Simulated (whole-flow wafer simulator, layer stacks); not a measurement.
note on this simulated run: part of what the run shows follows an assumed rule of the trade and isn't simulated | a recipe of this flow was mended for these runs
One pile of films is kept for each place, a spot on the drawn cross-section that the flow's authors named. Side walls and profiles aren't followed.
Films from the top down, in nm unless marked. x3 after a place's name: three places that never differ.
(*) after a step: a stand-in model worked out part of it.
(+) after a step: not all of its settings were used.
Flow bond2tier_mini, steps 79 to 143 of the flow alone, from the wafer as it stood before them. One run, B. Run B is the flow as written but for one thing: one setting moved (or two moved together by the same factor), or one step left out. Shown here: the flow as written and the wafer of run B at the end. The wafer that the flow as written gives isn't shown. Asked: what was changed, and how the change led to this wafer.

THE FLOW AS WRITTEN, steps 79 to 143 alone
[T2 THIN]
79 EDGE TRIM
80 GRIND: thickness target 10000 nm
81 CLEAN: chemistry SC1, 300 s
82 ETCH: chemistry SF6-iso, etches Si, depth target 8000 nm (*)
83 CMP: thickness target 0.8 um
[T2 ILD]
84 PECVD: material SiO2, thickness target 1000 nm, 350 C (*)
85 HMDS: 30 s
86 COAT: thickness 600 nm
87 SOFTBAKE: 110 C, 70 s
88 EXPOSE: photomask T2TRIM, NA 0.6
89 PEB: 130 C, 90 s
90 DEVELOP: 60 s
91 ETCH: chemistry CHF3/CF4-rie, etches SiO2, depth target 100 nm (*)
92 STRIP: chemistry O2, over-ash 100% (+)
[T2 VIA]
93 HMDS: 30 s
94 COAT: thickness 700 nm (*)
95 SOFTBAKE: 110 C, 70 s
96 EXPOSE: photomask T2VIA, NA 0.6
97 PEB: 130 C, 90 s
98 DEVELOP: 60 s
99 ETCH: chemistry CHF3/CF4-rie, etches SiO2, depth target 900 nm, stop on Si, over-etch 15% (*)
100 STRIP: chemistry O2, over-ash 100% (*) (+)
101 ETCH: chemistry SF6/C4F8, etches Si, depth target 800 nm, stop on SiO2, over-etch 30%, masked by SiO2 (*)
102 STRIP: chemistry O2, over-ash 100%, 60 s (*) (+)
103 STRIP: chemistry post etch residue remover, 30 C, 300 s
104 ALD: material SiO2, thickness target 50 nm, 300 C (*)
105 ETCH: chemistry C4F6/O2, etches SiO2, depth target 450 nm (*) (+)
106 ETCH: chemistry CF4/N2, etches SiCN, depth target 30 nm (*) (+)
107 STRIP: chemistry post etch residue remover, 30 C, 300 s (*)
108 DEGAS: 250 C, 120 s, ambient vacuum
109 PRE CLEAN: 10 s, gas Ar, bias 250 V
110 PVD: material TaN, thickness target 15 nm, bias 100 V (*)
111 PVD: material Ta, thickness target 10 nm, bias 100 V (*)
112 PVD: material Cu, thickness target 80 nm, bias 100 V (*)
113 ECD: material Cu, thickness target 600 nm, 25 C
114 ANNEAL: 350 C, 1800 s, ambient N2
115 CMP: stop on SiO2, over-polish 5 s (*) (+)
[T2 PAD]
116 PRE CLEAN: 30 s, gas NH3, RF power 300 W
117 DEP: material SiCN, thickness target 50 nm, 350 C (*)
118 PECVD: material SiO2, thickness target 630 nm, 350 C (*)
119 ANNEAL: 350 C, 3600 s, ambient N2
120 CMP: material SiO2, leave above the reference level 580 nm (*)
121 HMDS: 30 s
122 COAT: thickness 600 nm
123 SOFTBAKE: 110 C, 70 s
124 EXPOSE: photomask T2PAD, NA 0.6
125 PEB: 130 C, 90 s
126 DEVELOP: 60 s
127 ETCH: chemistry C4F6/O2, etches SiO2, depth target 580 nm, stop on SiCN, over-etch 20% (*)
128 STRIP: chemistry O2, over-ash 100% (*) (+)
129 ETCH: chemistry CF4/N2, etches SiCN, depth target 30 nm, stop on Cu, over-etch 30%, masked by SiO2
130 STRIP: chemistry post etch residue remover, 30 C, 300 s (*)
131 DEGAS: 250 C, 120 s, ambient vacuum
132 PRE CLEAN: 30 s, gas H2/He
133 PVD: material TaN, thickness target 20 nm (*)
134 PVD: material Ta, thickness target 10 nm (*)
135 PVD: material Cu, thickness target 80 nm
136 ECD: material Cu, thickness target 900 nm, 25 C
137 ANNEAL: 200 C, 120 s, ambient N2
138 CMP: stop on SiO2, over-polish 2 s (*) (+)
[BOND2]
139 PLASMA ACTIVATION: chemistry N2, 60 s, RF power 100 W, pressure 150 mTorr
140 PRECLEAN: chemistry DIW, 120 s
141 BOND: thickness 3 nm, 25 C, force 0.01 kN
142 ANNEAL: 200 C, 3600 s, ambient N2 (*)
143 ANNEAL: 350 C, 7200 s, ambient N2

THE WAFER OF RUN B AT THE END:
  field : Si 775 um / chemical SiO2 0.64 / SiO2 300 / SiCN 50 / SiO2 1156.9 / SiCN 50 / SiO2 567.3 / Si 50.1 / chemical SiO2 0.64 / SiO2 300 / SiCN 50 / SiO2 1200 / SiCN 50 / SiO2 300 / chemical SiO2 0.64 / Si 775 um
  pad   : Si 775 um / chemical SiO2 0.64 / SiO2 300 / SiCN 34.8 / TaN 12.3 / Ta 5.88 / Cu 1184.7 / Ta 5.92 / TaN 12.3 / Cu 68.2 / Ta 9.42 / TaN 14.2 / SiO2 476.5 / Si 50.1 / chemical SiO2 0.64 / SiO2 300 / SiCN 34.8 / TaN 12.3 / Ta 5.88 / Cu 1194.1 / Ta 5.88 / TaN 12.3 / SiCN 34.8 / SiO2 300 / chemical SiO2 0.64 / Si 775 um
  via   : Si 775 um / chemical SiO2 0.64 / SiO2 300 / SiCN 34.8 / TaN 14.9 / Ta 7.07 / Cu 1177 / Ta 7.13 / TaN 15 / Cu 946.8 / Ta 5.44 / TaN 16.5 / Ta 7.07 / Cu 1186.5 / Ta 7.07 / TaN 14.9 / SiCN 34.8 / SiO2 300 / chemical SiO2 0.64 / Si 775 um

The cause: step 82, ETCH: depth target 9950 nm was run, where the flow has depth target 8000 nm.

How the change led to this, step by step:
  82 ETCH: chemistry SF6-iso, etches Si, depth target 8000 nm (*)
      field, pad, via: chemical SiO2 -0.6 (all of it), Si -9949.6 (as written it would be: chemical SiO2 -0.6 (all of it), Si -8000)
  83 CMP: thickness target 0.8 um
      field, pad, via: nothing (as written it would be: Si -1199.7)
  101 ETCH: chemistry SF6/C4F8, etches Si, depth target 800 nm, stop on SiO2, over-etch 30%, masked by SiO2 (*)
      field, pad: SiO2 -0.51 (as written it would be: SiO2 -10.3)
      via: Si -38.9 (all of it), chemical SiO2 -0.64 (all of it), SiO2 -9.37 (as written it would be: Si -788.8 (all of it), chemical SiO2 -0.64 (all of it), SiO2 -1.87)
  105 ETCH: chemistry C4F6/O2, etches SiO2, depth target 450 nm (*) (+)
      via: SiO2 -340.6 (all of it), SiCN -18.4 (as written it would be: SiO2 -348.1 (all of it), SiCN -17.2)
  106 ETCH: chemistry CF4/N2, etches SiCN, depth target 30 nm (*) (+)
      via: SiCN -16.4 (all of it), TaN -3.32 (as written it would be: SiCN -17.6 (all of it), TaN -3.01)
  110 PVD: material TaN, thickness target 15 nm, bias 100 V (*)
      via: TaN +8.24 (as written it would be: TaN +6.94)
  111 PVD: material Ta, thickness target 10 nm, bias 100 V (*)
      via: Ta +5.44 (new film) (as written it would be: Ta +4.57 (new film))
  112 PVD: material Cu, thickness target 80 nm, bias 100 V (*)
      via: Cu +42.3 (new film) (as written it would be: Cu +35 (new film))
  113 ECD: material Cu, thickness target 600 nm, 25 C
      via: Cu +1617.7 (as written it would be: Cu +2367)
